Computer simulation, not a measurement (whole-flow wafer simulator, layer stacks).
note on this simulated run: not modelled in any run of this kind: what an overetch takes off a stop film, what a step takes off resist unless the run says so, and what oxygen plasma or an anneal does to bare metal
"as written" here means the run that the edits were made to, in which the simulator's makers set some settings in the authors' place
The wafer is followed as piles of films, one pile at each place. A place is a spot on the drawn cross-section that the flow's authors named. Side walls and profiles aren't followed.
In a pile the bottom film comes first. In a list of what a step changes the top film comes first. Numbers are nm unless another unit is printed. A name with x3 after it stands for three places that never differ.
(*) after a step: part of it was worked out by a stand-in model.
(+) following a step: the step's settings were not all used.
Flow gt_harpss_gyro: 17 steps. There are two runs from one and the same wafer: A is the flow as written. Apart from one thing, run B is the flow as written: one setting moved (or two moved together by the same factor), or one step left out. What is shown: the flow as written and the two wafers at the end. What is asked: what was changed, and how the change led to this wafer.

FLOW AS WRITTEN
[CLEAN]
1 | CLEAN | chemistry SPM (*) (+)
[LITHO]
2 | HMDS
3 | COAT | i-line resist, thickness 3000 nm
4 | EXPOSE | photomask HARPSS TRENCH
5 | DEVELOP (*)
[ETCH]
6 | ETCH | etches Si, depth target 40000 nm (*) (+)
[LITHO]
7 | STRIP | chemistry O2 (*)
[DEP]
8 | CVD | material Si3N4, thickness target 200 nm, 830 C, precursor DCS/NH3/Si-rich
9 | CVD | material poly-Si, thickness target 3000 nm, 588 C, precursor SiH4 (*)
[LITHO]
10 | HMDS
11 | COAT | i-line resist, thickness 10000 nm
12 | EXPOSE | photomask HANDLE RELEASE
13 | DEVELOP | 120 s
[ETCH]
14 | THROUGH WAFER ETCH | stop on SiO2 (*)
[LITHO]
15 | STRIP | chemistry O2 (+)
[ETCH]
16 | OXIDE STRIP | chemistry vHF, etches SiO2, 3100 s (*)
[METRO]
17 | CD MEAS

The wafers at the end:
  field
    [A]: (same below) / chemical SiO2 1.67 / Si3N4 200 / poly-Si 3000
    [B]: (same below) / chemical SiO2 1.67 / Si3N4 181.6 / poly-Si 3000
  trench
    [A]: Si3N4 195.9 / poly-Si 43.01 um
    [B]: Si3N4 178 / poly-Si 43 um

Cause: step 8, CVD: thickness target 181.6 nm was run, though the flow has thickness target 200 nm.
One can read it off the wafer: field has Si3N4 181.6, and step 8 as written asks for 200 nm.

Step by step, how the change led to this:
  8 | CVD | material Si3N4, thickness target 200 nm, 830 C, precursor DCS/NH3/Si-rich
      field: A +200 Si3N4 (new film) | B +181.6 Si3N4 (new film)
      trench: A +195.9 Si3N4 (new film) | B +178 Si3N4 (new film)
  9 | CVD | material poly-Si, thickness target 3000 nm, 588 C, precursor SiH4 (*)
      trench: A +43.01 um poly-Si (new film) | B +43 um poly-Si (new film)
